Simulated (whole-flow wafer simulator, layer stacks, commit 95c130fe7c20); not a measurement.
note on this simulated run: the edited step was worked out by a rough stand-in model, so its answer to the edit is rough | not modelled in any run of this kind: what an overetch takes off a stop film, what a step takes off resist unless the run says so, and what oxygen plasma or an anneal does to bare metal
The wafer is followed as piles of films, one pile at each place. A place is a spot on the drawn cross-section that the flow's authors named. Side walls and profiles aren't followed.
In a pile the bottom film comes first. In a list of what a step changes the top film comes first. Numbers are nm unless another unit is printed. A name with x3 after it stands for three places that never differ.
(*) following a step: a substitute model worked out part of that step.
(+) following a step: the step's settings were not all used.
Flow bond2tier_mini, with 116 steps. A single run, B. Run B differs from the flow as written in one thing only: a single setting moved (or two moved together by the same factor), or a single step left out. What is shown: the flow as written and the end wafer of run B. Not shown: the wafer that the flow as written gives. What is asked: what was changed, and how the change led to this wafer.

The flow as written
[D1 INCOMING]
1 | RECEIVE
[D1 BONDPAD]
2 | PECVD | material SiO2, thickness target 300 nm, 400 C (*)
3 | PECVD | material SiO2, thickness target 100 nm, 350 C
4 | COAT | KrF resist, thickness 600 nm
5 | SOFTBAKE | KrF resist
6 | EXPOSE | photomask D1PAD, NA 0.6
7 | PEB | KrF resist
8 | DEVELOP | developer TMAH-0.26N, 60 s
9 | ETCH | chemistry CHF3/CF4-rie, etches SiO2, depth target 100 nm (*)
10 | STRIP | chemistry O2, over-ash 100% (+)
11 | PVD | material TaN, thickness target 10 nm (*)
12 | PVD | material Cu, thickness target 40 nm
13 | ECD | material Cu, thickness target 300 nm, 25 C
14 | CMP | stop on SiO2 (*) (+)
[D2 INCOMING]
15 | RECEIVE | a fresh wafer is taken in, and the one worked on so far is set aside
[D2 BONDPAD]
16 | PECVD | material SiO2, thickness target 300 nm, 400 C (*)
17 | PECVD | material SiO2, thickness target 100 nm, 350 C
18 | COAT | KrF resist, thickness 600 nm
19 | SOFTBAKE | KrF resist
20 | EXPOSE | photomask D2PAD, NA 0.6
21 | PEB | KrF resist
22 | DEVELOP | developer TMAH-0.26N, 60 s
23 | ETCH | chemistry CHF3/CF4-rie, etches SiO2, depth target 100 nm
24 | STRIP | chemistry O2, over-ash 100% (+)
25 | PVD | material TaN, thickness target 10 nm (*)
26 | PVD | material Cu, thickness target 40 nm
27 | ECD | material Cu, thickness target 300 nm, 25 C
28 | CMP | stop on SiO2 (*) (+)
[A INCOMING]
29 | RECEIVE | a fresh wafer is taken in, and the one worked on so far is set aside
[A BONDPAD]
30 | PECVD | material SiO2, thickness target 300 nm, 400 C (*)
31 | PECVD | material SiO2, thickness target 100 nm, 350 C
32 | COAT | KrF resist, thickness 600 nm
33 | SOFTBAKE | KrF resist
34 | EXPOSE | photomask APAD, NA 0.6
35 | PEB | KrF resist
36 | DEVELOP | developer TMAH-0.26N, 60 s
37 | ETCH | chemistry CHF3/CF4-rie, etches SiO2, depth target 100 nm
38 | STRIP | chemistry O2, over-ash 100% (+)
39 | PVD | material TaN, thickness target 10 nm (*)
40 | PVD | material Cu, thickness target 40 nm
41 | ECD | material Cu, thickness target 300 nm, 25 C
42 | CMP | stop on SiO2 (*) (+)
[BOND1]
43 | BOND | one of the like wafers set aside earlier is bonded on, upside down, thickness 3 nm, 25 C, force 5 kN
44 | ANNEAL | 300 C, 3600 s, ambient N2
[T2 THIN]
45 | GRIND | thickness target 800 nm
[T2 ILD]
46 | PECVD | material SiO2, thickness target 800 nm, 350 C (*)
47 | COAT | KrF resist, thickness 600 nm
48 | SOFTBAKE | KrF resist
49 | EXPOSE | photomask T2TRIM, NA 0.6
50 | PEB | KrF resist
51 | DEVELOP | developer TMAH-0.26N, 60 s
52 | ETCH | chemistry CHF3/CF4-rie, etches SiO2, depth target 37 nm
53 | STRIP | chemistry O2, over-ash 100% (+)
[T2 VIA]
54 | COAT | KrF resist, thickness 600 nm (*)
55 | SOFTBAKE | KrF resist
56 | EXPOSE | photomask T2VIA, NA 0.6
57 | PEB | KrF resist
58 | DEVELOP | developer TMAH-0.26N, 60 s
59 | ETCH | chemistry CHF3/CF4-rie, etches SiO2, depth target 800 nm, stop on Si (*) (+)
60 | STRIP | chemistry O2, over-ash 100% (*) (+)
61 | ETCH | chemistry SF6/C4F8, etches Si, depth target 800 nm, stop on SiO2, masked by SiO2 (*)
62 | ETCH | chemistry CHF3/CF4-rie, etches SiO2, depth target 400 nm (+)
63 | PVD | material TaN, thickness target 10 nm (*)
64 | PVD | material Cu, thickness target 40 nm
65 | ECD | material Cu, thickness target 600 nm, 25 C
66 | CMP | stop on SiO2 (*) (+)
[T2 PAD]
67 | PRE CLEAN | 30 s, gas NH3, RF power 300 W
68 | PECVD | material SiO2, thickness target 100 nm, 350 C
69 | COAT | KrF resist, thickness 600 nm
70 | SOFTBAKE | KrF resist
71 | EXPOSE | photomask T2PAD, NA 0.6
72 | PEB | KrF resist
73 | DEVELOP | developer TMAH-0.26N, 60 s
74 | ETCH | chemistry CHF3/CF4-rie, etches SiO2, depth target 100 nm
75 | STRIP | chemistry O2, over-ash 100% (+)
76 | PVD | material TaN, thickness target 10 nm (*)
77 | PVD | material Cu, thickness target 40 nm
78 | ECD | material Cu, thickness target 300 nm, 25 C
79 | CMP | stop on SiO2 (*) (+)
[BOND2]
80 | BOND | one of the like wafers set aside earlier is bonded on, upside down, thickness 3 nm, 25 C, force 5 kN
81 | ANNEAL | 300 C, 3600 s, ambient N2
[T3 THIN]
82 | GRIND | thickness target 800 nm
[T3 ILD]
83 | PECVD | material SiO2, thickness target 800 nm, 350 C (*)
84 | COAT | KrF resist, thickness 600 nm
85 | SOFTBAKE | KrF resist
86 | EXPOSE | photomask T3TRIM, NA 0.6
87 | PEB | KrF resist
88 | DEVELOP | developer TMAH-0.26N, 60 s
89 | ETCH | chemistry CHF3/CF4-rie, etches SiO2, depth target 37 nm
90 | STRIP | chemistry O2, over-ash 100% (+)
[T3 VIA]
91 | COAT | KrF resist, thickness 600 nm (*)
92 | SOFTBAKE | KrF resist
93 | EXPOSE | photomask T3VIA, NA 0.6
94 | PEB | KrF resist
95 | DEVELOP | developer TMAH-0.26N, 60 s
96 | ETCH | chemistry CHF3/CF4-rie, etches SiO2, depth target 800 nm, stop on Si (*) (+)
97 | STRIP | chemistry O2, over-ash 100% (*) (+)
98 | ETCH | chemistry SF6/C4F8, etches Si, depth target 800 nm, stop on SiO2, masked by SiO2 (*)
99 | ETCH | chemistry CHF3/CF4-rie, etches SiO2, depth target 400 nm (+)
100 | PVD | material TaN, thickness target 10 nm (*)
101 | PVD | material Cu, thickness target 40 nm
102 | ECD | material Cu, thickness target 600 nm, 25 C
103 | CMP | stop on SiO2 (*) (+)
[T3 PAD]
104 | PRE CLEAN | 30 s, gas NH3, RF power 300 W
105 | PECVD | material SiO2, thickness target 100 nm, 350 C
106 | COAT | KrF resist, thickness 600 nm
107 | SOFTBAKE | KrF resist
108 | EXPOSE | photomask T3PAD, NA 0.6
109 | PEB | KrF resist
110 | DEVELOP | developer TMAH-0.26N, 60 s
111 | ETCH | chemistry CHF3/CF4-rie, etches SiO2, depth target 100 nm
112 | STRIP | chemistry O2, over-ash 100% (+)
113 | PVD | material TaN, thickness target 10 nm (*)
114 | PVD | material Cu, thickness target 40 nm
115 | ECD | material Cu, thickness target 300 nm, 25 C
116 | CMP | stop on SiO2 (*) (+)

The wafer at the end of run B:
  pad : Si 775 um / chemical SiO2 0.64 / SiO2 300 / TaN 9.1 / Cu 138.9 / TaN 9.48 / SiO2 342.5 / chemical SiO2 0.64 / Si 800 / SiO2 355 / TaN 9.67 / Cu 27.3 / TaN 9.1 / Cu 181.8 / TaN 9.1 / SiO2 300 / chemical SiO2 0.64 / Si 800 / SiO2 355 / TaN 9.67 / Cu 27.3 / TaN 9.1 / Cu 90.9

Cause: step 9, ETCH: depth target 57.5 nm was run, while the flow as written has depth target 100 nm.

Step by step, how the change led to this:
  9 | ETCH | chemistry CHF3/CF4-rie, etches SiO2, depth target 100 nm (*)
      pad, via: SiO2 loses 57.5 (it would be, as written: SiO2 loses 100)
      field: KrF resist loses 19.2 (it would be, as written: KrF resist loses 33.3)
  10 | STRIP | chemistry O2, over-ash 100% (+)
      field: KrF resist loses 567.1 (all of it) (it would be, as written: KrF resist loses 552.9 (all of it))
  12 | PVD | material Cu, thickness target 40 nm
      pad: Cu gains 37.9 (new film) (it would be, as written: Cu gains 36.4 (new film))
  13 | ECD | material Cu, thickness target 300 nm, 25 C
      pad: Cu gains 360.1 (it would be, as written: Cu gains 404.5)
      via: Cu gains 357.5 (it would be, as written: Cu gains 400.2)
  43 | BOND | one of the like wafers set aside earlier is bonded on, upside down, thickness 3 nm, 25 C, force 5 kN
      pad: Si gains 775 um (new film), chemical SiO2 gains 0.64 (new film), SiO2 gains 342.5 (new film), TaN gains 9.48 (new film), Cu gains 48 (it would be, as written: Si gains 775 um (new film), chemical SiO2 gains 0.64 (new film), SiO2 gains 300 (new film), TaN gains 9.1 (new film), Cu gains 90.9)
      via: Si gains 775 um (new film), chemical SiO2 gains 0.64 (new film), SiO2 gains 342.5 (new film), TaN gains 10 (new film), Cu gains 47.5 (it would be, as written: Si gains 775 um (new film), chemical SiO2 gains 0.64 (new film), SiO2 gains 300 (new film), TaN gains 9.97 (new film), Cu gains 90)
